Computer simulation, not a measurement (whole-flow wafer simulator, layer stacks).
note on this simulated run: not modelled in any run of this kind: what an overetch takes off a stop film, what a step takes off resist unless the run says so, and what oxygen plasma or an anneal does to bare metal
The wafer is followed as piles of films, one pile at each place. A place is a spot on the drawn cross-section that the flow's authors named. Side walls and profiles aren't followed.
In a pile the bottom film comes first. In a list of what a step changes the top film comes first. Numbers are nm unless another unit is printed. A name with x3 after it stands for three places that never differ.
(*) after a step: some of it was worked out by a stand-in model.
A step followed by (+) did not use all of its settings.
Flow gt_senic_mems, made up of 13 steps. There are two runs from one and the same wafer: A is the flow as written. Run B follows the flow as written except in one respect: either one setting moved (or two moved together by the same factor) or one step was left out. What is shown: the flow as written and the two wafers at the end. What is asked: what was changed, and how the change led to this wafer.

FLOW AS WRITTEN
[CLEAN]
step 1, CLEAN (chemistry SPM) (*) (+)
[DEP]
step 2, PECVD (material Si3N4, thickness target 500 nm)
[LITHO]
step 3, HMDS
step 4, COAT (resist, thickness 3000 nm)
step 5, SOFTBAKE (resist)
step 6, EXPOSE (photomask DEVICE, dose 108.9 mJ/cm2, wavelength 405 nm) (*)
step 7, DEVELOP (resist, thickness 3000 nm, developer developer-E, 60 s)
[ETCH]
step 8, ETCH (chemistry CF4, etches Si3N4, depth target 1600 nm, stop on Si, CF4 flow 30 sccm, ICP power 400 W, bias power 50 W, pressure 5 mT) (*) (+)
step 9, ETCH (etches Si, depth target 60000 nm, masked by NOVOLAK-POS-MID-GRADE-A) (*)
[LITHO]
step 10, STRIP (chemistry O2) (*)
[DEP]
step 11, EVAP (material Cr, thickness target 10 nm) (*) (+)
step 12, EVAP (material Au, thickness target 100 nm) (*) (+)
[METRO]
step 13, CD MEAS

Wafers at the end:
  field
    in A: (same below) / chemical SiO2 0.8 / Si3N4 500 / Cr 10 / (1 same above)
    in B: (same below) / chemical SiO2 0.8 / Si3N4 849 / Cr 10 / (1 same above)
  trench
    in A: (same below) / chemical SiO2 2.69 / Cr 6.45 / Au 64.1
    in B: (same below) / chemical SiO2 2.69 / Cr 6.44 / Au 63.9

Cause: step 2, PECVD: thickness target 849 nm was run, while the flow as written has thickness target 500 nm.
The wafer lets one read it off: field has Si3N4 849, and step 2 as written asks for 500 nm.

How this came from the change, step by step:
  step 2, PECVD (material Si3N4, thickness target 500 nm)
      field, trench: A Si3N4 gains 500 (new film) | B Si3N4 gains 849 (new film)
  step 8, ETCH (chemistry CF4, etches Si3N4, depth target 1600 nm, stop on Si, CF4 flow 30 sccm, ICP power 400 W, bias power 50 W, pressure 5 mT) (*) (+)
      field: A resist loses 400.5 | B resist loses 633.2
      trench: A Si3N4 loses 500 (all of it), chemical SiO2 loses 0.8 (all of it) | B Si3N4 loses 849 (all of it), chemical SiO2 loses 0.8 (all of it)
  step 10, STRIP (chemistry O2) (*)
      field: A resist loses 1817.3 (all of it) | B resist loses 1584.6 (all of it)
